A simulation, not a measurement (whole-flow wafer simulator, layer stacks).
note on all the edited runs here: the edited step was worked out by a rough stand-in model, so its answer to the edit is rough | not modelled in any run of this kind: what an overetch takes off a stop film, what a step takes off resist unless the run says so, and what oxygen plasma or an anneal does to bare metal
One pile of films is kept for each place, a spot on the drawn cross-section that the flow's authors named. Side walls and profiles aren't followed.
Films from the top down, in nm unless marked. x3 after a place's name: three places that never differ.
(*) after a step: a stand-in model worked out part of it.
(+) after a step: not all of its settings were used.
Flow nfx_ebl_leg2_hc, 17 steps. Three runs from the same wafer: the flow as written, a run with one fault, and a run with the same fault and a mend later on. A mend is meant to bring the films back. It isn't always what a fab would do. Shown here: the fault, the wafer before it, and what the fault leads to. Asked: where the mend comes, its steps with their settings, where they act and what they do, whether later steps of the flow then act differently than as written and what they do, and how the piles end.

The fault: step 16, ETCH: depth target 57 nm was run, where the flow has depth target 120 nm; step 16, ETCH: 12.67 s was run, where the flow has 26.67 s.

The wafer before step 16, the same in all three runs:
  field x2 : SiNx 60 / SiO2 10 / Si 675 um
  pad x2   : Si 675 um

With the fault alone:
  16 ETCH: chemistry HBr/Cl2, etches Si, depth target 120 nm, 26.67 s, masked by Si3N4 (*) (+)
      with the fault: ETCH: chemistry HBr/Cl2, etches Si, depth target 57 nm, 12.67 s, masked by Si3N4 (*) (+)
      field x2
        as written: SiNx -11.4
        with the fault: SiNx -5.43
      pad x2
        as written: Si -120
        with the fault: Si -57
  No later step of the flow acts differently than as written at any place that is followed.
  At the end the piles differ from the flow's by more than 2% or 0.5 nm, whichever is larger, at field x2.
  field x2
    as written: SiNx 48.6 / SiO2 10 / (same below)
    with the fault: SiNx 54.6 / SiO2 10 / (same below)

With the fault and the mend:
  The mend comes after step 17.
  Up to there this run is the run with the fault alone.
  17a ETCH: chemistry HBr/Cl2, etches Si, depth target 63 nm, 14 s, masked by Si3N4 (*) (+) (the flow's step 16 once more, with other settings)
      field x2
        SiNx -6
      pad x2
        Si -63
  No later step of the flow acts differently than as written at any place that is followed.
  At the end the piles are the same as the flow's at every place that both follow.
